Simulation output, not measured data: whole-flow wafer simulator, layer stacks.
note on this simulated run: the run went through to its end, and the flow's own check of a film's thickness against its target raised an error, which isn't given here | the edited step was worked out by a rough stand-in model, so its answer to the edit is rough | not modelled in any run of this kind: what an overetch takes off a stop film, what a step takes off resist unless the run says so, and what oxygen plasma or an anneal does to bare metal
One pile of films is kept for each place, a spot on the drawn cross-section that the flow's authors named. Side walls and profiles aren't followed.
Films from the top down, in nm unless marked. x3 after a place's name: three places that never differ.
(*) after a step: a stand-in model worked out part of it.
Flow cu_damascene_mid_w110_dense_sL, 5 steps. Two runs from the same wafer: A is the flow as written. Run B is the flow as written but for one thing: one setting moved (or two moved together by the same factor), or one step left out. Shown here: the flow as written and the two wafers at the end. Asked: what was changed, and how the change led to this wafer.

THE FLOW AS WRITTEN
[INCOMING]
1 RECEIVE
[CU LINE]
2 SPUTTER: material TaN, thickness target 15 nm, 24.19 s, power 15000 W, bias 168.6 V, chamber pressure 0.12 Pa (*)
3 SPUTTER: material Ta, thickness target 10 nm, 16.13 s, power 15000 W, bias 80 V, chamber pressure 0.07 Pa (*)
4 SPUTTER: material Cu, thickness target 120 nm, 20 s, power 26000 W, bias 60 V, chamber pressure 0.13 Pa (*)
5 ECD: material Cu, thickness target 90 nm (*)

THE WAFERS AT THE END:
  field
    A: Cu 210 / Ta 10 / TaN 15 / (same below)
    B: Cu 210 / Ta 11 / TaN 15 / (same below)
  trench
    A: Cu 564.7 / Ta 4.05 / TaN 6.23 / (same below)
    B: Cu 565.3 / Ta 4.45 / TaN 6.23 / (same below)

The cause: step 3, SPUTTER: thickness target 11 nm was run, where the flow has thickness target 10 nm; step 3, SPUTTER: 17.74 s was run, where the flow has 16.13 s.
It can be read off the wafer: field has Ta 11, and step 3 as written asks for 10 nm.

How the change led to this, step by step:
  3 SPUTTER: material Ta, thickness target 10 nm, 16.13 s, power 15000 W, bias 80 V, chamber pressure 0.07 Pa (*)
      field: A Ta +10 (new film) | B Ta +11 (new film)
